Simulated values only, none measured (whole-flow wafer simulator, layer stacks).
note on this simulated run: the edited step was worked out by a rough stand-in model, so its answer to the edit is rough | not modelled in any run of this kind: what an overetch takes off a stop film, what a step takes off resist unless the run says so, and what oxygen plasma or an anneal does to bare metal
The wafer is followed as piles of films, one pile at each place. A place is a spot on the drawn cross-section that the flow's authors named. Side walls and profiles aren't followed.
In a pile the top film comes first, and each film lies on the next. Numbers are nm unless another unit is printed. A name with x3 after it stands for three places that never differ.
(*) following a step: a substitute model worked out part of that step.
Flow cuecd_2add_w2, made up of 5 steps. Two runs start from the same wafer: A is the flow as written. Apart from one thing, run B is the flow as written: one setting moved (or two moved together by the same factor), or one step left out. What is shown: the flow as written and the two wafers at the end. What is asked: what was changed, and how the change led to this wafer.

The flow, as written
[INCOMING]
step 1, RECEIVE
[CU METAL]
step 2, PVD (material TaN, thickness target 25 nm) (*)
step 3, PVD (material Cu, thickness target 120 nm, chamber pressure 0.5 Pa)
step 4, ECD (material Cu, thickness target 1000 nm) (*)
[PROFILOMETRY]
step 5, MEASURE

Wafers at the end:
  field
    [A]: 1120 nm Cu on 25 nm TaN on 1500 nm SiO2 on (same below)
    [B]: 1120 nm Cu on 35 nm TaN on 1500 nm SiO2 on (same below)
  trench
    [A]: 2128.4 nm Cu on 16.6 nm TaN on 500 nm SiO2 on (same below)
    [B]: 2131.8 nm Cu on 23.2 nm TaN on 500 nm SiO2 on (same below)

What caused this: step 2, PVD: thickness target 35 nm was run, whereas the flow has thickness target 25 nm.
The wafer itself shows it: field has TaN 35, and step 2 as written asks for 25 nm.

Step by step, how the change led to this:
  step 2, PVD (material TaN, thickness target 25 nm) (*)
      field: A TaN gains 25 (new film) | B TaN gains 35 (new film)
      trench: A TaN gains 16.6 (new film) | B TaN gains 23.2 (new film)
